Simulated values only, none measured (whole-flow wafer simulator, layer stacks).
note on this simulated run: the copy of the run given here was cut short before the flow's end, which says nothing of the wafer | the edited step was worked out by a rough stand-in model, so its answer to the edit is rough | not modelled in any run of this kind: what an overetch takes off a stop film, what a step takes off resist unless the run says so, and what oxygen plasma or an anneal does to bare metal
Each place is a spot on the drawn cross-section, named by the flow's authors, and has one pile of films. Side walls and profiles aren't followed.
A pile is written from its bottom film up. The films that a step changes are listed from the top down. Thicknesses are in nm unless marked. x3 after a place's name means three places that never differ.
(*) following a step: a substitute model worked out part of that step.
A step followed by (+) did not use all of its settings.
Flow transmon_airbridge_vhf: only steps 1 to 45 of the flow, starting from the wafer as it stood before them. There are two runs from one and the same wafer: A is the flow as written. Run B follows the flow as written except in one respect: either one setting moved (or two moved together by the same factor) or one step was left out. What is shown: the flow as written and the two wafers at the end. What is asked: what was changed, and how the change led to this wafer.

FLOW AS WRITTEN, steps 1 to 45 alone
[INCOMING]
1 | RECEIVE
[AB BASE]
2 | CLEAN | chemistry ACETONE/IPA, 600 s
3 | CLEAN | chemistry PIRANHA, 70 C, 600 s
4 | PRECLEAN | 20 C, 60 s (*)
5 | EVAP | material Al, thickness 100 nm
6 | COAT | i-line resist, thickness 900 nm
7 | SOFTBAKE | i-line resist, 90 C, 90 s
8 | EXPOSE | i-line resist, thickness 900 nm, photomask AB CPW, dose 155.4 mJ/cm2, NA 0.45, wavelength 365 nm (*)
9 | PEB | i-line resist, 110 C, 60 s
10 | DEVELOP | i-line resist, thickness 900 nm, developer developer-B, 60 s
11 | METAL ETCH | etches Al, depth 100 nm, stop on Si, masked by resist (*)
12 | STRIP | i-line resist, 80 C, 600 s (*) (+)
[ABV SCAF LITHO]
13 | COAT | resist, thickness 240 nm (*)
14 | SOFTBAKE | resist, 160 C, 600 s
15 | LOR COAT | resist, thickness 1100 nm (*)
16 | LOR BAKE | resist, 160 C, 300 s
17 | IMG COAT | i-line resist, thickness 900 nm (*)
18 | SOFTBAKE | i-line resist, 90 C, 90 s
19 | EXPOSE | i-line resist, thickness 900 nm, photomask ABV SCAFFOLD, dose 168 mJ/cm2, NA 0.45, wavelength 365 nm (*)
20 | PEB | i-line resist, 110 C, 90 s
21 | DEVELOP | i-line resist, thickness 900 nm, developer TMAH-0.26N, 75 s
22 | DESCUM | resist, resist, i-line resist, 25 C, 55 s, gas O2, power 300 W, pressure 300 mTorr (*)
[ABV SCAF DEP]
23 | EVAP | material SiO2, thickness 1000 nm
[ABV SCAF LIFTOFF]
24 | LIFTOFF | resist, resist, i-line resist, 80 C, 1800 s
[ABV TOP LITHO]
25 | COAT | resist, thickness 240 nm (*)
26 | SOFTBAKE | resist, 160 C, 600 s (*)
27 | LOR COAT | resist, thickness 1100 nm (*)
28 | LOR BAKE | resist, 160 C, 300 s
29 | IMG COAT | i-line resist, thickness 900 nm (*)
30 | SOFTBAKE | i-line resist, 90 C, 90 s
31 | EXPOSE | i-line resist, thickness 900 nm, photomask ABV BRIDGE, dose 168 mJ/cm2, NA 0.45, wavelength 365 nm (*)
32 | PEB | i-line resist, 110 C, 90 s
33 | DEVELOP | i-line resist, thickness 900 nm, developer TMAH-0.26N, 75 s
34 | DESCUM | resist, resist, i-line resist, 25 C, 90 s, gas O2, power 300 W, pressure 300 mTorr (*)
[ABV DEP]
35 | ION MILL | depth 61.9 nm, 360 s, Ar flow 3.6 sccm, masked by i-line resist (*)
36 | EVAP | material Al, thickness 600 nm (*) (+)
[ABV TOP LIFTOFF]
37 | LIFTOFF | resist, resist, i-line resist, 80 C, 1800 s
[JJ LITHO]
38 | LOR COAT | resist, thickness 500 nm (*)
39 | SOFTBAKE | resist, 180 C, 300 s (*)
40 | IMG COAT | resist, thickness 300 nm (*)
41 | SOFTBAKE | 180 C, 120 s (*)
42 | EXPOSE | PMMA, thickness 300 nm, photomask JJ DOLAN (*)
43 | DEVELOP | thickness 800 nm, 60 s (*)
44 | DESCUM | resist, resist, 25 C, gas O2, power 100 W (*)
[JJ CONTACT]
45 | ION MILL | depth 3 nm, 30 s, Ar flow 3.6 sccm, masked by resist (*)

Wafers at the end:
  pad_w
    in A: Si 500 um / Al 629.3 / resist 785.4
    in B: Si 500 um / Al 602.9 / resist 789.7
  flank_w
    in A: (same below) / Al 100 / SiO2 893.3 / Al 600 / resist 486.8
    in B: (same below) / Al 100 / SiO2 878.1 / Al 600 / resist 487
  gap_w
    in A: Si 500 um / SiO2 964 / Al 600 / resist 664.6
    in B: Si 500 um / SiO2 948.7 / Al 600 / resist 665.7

The reason: step 35, ION MILL: depth 88.2 nm was run, whereas the flow has depth 61.9 nm; step 35, ION MILL: 513 s was run, where the flow has 360 s.

How this came from the change, step by step:
  35 | ION MILL | depth 61.9 nm, 360 s, Ar flow 3.6 sccm, masked by i-line resist (*)
      field x3, jj_line, ground_far, trace_open_s x2, margin_s, margin_n: A -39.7 i-line resist | B -56.6 i-line resist
      flank_w, gap_w, cpw_trace, gap_e, flank_e, bridge_strip: A -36 SiO2 | B -51.3 SiO2
      (and at 2 other places as well)
  37 | LIFTOFF | resist, resist, i-line resist, 80 C, 1800 s
      field x3, jj_line, trace_open_s x2: A -600 Al (all of it), -600 i-line resist (all of it), -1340 resist (all of it) | B -600 Al (all of it), -583.1 i-line resist (all of it), -1340 resist (all of it)
      margin_s, margin_n: A -600 Al (all of it), -318.3 i-line resist (all of it), -992 resist (all of it) | B -600 Al (all of it), -301.4 i-line resist (all of it), -992 resist (all of it)
      (and at 1 other place as well)
